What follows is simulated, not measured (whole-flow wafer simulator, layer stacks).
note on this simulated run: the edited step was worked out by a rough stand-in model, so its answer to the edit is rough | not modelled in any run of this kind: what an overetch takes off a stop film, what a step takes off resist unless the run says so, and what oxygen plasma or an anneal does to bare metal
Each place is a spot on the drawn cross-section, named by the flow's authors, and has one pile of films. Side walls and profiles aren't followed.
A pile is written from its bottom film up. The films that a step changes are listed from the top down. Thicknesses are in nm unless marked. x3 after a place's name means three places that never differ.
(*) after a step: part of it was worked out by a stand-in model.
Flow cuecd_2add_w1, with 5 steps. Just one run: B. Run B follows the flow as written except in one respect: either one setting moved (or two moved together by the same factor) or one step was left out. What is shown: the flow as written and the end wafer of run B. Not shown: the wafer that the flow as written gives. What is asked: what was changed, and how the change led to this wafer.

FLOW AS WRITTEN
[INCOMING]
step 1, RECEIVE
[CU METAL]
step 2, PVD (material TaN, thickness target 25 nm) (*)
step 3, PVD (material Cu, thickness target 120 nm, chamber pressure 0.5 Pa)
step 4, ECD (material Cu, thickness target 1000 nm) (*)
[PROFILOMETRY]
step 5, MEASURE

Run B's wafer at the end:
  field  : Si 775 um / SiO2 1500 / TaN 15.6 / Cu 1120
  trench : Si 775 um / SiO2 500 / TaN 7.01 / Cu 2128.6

What caused this: step 2, PVD: thickness target 15.6 nm was run, though the flow has thickness target 25 nm.
The wafer itself shows it: field has TaN 15.6, and step 2 as written asks for 25 nm.

Step by step, how the change led to this:
  step 2, PVD (material TaN, thickness target 25 nm) (*)
      field: +15.6 TaN (new film) (in the flow as written it would be: +25 TaN (new film))
      trench: +7.01 TaN (new film) (in the flow as written it would be: +11.2 TaN (new film))
